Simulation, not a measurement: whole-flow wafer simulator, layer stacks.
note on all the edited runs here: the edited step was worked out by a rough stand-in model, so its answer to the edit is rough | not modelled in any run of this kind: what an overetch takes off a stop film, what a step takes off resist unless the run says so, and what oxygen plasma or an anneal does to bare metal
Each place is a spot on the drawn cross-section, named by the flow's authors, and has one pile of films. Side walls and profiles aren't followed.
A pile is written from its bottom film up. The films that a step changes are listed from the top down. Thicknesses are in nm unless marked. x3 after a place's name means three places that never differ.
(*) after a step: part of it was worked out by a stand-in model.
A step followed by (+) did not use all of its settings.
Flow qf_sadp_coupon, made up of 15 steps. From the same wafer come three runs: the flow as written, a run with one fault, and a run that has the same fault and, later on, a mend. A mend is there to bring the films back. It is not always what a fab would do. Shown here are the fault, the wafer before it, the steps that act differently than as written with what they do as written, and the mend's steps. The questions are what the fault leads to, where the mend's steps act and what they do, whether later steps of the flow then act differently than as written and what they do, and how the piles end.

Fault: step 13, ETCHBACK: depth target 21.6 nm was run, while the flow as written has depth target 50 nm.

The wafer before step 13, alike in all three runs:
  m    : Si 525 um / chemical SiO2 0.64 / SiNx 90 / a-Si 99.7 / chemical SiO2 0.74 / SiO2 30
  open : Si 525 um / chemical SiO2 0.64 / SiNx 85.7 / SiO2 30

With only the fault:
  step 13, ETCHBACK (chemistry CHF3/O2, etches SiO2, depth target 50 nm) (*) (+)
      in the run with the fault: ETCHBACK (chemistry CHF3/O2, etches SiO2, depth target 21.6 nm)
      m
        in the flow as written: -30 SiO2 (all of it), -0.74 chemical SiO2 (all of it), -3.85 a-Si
        in the run with the fault: -21.6 SiO2
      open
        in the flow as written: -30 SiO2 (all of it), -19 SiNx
        in the run with the fault: -21.6 SiO2
  Steps later in the flow that act otherwise than as written:
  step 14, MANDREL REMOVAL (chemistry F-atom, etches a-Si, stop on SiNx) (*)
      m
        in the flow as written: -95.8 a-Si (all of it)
        in the run with the fault: nothing
  By the end, the piles at m, open depart from the flow's by more than 2% or 0.5 nm, whichever is larger.
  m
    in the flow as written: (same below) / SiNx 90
    in the run with the fault: (same below) / SiNx 90 / a-Si 99.7 / chemical SiO2 0.74 / SiO2 8.4
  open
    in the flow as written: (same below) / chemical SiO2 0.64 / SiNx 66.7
    in the run with the fault: (same below) / chemical SiO2 0.64 / SiNx 85.7 / SiO2 8.4

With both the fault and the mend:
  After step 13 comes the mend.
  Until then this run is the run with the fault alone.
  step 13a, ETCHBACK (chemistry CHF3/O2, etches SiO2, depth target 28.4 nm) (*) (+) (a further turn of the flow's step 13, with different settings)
      m
        -8.4 SiO2 (all of it), -0.74 chemical SiO2 (all of it), -3.85 a-Si
      open
        -8.4 SiO2 (all of it), -19 SiNx
  None of the later steps of the flow acts differently than as written at any place that is followed.
  By the end, the piles equal the flow's at every place that both follow.
